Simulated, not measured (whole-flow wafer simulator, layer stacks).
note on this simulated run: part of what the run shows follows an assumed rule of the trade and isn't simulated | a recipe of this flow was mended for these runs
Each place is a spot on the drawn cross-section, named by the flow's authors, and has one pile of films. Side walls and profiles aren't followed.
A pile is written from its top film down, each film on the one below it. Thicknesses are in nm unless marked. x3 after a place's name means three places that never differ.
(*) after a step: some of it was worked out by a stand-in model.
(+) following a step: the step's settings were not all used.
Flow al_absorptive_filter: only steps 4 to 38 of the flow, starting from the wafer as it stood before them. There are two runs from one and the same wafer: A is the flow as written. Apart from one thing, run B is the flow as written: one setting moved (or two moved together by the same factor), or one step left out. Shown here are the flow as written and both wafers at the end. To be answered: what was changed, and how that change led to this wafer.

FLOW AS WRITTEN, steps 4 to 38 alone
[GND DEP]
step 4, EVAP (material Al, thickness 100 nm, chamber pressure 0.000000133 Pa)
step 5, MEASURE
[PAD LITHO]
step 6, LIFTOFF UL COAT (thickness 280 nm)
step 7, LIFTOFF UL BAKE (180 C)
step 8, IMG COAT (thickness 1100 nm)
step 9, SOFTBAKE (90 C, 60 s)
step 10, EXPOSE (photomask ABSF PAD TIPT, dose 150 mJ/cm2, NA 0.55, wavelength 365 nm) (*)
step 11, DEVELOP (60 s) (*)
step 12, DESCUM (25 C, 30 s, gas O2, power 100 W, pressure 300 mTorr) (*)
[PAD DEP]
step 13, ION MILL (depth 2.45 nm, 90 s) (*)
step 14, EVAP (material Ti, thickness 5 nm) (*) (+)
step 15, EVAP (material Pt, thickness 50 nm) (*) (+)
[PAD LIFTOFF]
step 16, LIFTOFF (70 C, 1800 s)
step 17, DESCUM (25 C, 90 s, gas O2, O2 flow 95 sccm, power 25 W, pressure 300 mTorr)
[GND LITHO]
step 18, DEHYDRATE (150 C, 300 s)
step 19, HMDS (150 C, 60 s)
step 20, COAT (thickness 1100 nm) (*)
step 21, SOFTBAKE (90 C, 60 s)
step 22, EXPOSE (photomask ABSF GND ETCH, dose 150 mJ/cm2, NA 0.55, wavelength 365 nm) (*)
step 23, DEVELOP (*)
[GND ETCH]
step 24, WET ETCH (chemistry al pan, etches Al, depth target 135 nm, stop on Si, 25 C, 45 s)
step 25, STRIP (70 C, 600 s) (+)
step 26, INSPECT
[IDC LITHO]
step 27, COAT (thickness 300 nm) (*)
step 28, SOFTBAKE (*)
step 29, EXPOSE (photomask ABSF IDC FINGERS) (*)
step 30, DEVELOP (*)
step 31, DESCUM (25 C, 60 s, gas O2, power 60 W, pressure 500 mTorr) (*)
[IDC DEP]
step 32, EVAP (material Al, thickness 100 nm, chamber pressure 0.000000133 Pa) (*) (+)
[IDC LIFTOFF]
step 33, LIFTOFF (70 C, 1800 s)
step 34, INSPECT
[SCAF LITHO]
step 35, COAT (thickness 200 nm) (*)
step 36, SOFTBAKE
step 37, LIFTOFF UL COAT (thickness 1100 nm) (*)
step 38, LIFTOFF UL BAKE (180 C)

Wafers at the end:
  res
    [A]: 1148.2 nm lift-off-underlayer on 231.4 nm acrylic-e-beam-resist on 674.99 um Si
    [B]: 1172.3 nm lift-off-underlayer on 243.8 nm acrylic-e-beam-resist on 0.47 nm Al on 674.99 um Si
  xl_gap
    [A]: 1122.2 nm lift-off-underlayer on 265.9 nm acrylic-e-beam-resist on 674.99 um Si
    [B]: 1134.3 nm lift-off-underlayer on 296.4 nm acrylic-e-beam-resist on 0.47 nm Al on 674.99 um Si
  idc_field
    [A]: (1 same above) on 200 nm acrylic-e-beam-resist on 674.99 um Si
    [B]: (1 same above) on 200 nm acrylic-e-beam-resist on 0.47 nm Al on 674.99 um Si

The reason: step 4, EVAP: thickness 148.8 nm was run, though the flow has thickness 100 nm.

Step by step, how the change led to this:
  step 4, EVAP (material Al, thickness 100 nm, chamber pressure 0.000000133 Pa)
      gnd, pad_far, pad_near and 11 more: A Al gains 100 (new film) | B Al gains 148.8 (new film)
  step 24, WET ETCH (chemistry al pan, etches Al, depth target 135 nm, stop on Si, 25 C, 45 s)
      res, xl_gap, idc_field, idc_line, idc_space: A Al loses 86.7 (all of it) | B Al loses 135
  step 27, COAT (thickness 300 nm) (*)
      ledge: A e-beam-resist gains 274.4 (new film) | B e-beam-resist gains 260.4 (new film)
      res: A e-beam-resist gains 349.6 (new film) | B e-beam-resist gains 371.9 (new film)
      (as well as at 2 more places)
  step 31, DESCUM (25 C, 60 s, gas O2, power 60 W, pressure 500 mTorr) (*)
      idc_line: A chemical SiO2 gains 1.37 (new film), Si loses 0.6 | B nothing
  step 32, EVAP (material Al, thickness 100 nm, chamber pressure 0.000000133 Pa) (*) (+)
      idc_line: A Al gains 100 (new film) | B Al gains 100
  step 33, LIFTOFF (70 C, 1800 s)
      ledge: A Al loses 100 (all of it), e-beam-resist loses 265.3 (all of it) | B Al loses 100 (all of it), e-beam-resist loses 251.3 (all of it)
      res: A Al loses 100 (all of it), e-beam-resist loses 340.6 (all of it) | B Al loses 100 (all of it), e-beam-resist loses 362.9 (all of it)
      (as well as at 2 more places)
  step 35, COAT (thickness 200 nm) (*)
      ledge: A acrylic-e-beam-resist gains 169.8 (new film) | B acrylic-e-beam-resist gains 154.5 (new film)
      res: A acrylic-e-beam-resist gains 231.4 (new film) | B acrylic-e-beam-resist gains 243.8 (new film)
      (as well as at 2 more places)
  step 37, LIFTOFF UL COAT (thickness 1100 nm) (*)
      res: A lift-off-underlayer gains 1148.2 (new film) | B lift-off-underlayer gains 1172.3 (new film)
Taking metal films that touch as one body, res has 1 body; the flow as written gives 0 bodies.
Taking metal films that touch as one body, xl_gap has 1 body; the flow as written gives 0 bodies.
Taking metal films that touch as one body, idc_field has 1 body; the flow as written gives 0 bodies.
